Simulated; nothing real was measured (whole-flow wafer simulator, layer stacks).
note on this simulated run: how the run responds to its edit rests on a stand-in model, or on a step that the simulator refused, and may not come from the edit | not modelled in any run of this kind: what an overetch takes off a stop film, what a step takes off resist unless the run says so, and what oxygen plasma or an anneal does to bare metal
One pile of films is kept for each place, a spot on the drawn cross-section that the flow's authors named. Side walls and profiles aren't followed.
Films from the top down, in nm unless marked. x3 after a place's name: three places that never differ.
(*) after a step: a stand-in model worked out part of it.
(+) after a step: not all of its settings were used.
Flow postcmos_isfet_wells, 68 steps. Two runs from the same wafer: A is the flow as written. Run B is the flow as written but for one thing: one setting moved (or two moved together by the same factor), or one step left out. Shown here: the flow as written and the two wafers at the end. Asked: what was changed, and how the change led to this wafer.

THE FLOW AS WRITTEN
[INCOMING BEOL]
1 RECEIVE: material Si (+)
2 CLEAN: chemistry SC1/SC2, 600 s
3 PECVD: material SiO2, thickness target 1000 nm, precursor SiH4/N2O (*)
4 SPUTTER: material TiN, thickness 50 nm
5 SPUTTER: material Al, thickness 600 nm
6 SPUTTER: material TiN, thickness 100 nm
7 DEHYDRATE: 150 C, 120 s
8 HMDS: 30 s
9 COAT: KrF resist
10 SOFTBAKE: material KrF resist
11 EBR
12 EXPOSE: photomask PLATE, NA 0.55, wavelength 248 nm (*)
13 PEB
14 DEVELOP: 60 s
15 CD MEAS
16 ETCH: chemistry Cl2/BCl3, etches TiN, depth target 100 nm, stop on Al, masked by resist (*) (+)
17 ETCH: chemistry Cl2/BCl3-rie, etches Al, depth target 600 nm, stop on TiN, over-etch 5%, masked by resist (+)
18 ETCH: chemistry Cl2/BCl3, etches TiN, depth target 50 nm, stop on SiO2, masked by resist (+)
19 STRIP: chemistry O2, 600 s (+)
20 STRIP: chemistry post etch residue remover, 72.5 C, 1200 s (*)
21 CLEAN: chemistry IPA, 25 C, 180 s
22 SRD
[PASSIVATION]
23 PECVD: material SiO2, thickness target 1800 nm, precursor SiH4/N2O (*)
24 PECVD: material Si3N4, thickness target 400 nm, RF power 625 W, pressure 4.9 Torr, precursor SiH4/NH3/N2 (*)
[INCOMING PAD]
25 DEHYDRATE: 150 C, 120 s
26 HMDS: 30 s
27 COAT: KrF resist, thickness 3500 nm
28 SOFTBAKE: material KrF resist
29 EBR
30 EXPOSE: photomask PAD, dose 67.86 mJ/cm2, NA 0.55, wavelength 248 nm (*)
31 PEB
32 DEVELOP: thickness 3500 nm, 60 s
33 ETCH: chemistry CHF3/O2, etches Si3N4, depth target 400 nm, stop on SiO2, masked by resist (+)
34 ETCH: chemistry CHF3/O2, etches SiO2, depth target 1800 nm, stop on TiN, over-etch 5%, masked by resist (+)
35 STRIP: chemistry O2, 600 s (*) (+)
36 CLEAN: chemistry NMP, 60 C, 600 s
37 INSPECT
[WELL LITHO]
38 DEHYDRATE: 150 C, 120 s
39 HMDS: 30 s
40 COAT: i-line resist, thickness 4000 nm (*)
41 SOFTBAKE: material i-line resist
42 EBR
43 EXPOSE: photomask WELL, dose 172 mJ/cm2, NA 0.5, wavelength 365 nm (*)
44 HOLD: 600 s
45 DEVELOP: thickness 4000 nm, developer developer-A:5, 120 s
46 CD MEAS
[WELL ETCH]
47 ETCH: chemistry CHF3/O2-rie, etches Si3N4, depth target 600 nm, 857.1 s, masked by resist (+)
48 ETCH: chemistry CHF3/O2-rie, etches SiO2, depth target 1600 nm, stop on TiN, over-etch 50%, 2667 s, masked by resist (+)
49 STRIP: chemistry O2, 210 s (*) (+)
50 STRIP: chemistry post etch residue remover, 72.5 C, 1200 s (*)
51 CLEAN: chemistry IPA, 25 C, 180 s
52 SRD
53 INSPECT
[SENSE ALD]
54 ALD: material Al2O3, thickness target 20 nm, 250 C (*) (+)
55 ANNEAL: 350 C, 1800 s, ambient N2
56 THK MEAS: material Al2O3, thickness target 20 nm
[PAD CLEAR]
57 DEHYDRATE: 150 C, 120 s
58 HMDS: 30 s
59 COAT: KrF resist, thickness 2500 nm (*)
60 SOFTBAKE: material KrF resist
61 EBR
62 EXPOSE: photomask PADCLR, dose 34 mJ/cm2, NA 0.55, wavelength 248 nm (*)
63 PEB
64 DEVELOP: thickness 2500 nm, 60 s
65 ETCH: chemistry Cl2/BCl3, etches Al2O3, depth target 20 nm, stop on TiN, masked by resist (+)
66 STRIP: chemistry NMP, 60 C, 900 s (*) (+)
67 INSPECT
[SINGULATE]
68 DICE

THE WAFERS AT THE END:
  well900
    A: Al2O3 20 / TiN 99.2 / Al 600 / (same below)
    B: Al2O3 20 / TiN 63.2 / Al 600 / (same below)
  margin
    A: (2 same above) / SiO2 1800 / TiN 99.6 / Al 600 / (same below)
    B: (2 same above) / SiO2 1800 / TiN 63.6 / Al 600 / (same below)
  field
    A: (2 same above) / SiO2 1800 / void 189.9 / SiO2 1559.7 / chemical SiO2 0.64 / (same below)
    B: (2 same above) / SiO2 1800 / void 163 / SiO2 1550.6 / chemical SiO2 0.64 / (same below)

The cause: step 6, SPUTTER: thickness 64 nm was run, where the flow has thickness 100 nm.

How the change led to this, step by step:
  6 SPUTTER: material TiN, thickness 100 nm
      field, margin, well900, well1300 x3, pad_rim, pad_clr, pad_open: A TiN +100 (new film) | B TiN +64 (new film)
  16 ETCH: chemistry Cl2/BCl3, etches TiN, depth target 100 nm, stop on Al, masked by resist (*) (+)
      margin, well900, well1300 x3, pad_rim, pad_clr, pad_open: A KrF resist -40 | B KrF resist -38.4
      field: A TiN -100 (all of it) | B TiN -64 (all of it)
  23 PECVD: material SiO2, thickness target 1800 nm, precursor SiH4/N2O (*)
      field: A SiO2 +1800 (new film), void +189.9 (new film), SiO2 +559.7 | B SiO2 +1800 (new film), void +163 (new film), SiO2 +550.6
